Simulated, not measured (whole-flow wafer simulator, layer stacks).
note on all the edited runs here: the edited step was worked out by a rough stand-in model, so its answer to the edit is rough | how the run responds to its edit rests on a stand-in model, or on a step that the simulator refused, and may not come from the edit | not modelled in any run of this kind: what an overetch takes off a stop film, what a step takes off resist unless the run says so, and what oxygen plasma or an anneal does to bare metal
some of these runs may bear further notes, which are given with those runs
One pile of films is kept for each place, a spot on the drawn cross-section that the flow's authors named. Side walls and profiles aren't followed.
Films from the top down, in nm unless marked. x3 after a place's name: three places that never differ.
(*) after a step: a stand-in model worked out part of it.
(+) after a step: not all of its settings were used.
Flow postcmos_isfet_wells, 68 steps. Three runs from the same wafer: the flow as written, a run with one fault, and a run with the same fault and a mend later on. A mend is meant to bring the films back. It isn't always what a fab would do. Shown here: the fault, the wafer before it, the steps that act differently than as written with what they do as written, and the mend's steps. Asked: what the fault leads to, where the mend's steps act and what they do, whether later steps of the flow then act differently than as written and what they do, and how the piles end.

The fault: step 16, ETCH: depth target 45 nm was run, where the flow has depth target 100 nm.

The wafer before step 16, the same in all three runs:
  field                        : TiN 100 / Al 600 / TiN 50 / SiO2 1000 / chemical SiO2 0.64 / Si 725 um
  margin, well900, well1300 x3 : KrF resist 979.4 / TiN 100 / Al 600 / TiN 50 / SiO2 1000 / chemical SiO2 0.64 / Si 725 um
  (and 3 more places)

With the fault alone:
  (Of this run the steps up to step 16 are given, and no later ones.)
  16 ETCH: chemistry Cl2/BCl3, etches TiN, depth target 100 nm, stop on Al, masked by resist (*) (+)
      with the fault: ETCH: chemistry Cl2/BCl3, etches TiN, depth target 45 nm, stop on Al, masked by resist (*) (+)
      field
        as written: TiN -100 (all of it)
        with the fault: TiN -45
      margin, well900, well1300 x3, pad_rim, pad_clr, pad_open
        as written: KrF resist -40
        with the fault: KrF resist -18
  After step 16 the piles differ from the flow's by more than 2% or 0.5 nm, whichever is larger, at field, margin, well900, well1300 x3, pad_rim, pad_clr, pad_open.
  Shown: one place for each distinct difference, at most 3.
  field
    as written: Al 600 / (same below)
    with the fault: TiN 55 / Al 600 / (same below)
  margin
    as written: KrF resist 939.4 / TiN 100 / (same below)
    with the fault: KrF resist 961.4 / TiN 100 / (same below)

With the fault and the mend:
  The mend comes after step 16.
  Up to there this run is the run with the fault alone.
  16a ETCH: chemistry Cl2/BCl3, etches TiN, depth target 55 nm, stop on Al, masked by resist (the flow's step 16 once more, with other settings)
      margin, well900, well1300 x3, pad_rim, pad_clr, pad_open
        KrF resist -22
      field
        TiN -55 (all of it)
  No later step of the flow acts differently than as written at any place that is followed.
  At the end the piles are the same as the flow's at every place that both follow.
